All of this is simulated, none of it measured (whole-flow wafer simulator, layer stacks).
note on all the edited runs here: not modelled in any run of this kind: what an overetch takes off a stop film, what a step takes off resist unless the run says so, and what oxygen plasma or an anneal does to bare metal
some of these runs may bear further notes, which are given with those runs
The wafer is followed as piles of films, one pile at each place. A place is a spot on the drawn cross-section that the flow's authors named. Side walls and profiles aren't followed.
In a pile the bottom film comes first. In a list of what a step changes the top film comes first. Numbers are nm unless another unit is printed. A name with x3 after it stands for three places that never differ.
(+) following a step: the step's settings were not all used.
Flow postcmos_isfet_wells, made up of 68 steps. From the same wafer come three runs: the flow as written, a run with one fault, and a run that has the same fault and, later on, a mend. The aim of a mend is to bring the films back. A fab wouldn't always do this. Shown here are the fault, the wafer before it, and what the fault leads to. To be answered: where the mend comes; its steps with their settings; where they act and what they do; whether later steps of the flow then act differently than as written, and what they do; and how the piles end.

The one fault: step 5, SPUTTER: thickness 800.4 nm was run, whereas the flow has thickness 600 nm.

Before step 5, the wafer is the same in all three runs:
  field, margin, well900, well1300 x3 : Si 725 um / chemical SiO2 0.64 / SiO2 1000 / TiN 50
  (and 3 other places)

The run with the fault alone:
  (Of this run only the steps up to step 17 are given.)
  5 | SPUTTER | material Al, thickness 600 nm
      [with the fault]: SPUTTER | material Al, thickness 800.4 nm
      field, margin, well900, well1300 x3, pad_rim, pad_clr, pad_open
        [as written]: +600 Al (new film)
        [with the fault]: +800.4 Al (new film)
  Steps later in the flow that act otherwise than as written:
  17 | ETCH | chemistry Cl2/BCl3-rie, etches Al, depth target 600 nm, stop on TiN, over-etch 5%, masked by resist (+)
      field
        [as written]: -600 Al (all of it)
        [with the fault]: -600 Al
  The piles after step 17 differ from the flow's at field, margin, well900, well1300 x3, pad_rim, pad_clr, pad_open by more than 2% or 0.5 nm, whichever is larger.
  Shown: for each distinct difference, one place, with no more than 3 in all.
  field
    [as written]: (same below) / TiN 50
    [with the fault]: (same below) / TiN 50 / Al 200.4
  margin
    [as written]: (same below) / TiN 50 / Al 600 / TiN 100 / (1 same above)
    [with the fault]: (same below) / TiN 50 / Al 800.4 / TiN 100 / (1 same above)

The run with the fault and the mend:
  The mend follows step 5.
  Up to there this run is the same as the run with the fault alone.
  5a | ETCH | chemistry al pan, depth target 920.5 nm
      field, margin, well900, well1300 x3, pad_rim, pad_clr, pad_open
        -800.4 Al (all of it)
  5b | SPUTTER | material Al, thickness 600 nm (a further turn of the flow's step 5)
      field, margin, well900, well1300 x3, pad_rim, pad_clr, pad_open
        +600 Al (new film)
  None of the later steps of the flow acts differently than as written at any place that is followed.
  The piles end the same as the flow's at every place that both follow.
